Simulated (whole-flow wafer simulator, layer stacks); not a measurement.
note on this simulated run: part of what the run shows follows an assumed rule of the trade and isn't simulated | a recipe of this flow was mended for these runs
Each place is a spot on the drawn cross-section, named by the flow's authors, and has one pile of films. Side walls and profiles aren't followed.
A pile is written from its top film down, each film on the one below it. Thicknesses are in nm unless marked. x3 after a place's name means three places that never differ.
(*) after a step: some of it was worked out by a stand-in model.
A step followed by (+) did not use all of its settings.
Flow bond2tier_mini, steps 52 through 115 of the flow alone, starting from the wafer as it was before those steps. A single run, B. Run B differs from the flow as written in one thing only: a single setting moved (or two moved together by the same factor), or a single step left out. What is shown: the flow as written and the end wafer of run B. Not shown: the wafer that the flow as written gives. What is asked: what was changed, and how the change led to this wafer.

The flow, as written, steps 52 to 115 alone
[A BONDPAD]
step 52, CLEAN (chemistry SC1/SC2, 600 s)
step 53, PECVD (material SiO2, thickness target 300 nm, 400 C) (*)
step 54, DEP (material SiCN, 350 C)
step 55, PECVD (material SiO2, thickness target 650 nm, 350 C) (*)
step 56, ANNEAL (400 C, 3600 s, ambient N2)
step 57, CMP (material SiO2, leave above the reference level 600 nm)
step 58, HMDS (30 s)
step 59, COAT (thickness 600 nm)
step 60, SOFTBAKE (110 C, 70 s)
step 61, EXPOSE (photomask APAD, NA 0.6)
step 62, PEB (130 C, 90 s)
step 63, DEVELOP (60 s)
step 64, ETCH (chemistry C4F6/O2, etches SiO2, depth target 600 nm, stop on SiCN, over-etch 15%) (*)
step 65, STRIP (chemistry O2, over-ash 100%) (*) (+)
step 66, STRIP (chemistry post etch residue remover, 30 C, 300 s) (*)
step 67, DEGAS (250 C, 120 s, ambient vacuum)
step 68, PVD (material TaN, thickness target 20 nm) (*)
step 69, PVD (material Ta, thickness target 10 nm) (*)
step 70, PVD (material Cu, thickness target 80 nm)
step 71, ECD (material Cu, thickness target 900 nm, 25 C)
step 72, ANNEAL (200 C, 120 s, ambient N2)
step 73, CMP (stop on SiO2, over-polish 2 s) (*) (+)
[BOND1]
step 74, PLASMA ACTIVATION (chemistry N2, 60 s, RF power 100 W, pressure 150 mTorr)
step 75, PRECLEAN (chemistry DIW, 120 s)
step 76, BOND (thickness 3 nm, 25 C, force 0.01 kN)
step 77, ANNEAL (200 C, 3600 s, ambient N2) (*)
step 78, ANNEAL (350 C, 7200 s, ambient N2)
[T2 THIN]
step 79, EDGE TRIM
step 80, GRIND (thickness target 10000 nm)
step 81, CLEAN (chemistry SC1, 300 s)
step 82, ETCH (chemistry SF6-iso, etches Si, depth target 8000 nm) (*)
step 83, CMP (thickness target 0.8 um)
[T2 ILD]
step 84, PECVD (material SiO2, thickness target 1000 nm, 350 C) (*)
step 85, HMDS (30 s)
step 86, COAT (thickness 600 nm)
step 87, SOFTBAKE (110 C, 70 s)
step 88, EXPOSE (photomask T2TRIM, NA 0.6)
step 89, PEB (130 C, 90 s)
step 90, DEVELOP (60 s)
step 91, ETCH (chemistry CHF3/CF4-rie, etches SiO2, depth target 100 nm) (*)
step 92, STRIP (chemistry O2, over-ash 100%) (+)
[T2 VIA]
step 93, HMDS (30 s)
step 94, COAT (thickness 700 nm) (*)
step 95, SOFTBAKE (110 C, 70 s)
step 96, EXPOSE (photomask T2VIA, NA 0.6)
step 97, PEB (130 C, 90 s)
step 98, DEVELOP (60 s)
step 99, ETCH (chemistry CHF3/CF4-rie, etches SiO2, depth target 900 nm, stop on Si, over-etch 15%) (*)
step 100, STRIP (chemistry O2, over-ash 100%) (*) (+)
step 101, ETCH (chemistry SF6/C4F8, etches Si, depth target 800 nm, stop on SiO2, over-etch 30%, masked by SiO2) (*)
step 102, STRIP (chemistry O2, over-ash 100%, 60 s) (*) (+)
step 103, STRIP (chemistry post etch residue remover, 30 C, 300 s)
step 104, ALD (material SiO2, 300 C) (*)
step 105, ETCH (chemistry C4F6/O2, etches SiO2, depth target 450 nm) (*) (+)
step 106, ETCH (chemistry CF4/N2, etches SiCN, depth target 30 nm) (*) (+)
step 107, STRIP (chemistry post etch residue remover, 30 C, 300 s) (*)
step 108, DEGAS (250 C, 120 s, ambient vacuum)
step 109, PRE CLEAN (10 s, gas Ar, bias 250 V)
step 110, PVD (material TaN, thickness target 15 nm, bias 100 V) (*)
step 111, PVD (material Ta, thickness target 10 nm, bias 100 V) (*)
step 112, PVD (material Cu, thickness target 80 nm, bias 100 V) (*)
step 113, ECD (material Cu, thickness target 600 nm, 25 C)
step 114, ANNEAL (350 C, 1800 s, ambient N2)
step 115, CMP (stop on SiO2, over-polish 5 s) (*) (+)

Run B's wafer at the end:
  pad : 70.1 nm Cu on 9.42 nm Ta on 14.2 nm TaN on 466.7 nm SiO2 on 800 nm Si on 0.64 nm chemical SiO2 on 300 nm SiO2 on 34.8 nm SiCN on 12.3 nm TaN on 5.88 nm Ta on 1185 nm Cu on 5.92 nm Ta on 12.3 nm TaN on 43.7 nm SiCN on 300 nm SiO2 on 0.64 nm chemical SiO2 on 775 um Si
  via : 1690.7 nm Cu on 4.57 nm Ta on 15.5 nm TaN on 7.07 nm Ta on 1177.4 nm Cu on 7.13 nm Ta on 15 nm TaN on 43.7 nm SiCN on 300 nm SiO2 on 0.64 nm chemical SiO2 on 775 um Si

The reason: step 64, ETCH: over-etch 6.19% was run, while the flow as written has over-etch 15%.

The path from the change to this, step by step:
  step 64, ETCH (chemistry C4F6/O2, etches SiO2, depth target 600 nm, stop on SiCN, over-etch 15%) (*)
      pad, via: SiO2 loses 600 (all of it), SiCN loses 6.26 (it would be, as written: SiO2 loses 600 (all of it), SiCN loses 15.2)
      field: thick-KrF-resist loses 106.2 (it would be, as written: thick-KrF-resist loses 115)
